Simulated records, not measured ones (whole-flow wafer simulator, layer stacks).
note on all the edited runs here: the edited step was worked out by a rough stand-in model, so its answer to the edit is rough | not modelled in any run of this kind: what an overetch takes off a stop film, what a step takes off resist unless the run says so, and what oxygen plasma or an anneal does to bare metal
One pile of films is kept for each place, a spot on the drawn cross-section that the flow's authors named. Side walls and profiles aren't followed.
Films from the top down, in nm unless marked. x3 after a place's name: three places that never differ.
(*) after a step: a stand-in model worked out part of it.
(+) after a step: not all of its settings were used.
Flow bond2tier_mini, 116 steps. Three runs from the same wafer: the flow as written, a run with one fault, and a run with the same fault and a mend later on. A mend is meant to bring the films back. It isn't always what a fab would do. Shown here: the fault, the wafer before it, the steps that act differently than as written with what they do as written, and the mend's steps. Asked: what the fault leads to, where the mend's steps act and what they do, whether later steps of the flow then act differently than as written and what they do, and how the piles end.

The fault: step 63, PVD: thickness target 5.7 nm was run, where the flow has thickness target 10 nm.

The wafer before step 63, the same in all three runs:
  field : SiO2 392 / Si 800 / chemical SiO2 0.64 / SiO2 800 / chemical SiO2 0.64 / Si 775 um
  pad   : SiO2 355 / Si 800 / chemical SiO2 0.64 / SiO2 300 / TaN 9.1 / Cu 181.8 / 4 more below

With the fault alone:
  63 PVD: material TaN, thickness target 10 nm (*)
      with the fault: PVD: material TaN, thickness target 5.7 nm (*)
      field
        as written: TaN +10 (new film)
        with the fault: TaN +5.7 (new film)
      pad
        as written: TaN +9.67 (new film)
        with the fault: TaN +5.51 (new film)
  Later steps of the flow that act differently than as written (1 more step differs only slightly, by at most 2% or 0.5 nm, whichever is larger, and isn't shown):
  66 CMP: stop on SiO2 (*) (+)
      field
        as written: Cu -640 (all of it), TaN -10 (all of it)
        with the fault: Cu -640 (all of it), TaN -5.7 (all of it)
  At the end the piles differ from the flow's by more than 2% or 0.5 nm, whichever is larger, at pad.
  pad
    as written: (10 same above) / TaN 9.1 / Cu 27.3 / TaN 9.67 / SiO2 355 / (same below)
    with the fault: (10 same above) / TaN 9.1 / Cu 31.5 / TaN 5.51 / SiO2 355 / (same below)

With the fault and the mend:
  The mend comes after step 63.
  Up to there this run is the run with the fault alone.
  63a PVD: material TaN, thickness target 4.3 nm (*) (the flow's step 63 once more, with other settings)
      field
        TaN +4.3
      pad
        TaN +4.15
  No later step of the flow acts differently than as written at any place that is followed.
  At the end the piles differ from the flow's only slightly at the places that both follow, by at most 2% or 0.5 nm, whichever is larger.
